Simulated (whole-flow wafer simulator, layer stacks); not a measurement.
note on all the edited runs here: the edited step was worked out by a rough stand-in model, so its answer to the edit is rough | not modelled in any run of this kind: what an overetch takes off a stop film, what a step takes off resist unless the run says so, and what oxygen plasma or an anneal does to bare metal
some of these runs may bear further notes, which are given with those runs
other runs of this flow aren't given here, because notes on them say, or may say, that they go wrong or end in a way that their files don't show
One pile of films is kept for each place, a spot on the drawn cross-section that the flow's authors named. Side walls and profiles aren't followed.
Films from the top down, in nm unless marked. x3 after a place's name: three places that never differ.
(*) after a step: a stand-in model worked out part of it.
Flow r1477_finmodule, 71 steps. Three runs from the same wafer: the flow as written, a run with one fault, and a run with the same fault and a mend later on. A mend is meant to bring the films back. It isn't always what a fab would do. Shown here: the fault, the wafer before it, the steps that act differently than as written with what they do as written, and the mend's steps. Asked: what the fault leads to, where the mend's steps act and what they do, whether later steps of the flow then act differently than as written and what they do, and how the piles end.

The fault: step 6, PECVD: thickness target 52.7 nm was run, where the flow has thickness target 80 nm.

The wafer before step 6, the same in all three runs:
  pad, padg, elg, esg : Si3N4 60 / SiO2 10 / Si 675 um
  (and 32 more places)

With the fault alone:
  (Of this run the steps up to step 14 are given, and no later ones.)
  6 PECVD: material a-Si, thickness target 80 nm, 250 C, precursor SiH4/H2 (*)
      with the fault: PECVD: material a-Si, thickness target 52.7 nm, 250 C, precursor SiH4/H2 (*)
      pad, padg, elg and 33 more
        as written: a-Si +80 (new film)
        with the fault: a-Si +52.7 (new film)
  No later step of the flow up to step 14 acts differently than as written at any place that is followed.
  After step 14 the piles differ from the flow's by more than 2% or 0.5 nm, whichever is larger, at pad, padg, elg and 33 more.
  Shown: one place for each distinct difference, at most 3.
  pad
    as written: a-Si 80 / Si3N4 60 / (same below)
    with the fault: a-Si 52.7 / Si3N4 60 / (same below)
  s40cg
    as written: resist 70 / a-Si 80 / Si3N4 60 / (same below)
    with the fault: resist 70 / a-Si 52.7 / Si3N4 60 / (same below)

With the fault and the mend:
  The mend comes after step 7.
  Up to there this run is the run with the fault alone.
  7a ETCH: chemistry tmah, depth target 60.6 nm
      pad, padg, elg and 33 more
        a-Si -52.7 (all of it)
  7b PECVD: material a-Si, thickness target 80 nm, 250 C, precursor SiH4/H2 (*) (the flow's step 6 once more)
      pad, padg, elg and 33 more
        a-Si +80 (new film)
  No later step of the flow acts differently than as written at any place that is followed.
  At the end the piles are the same as the flow's at every place that both follow.
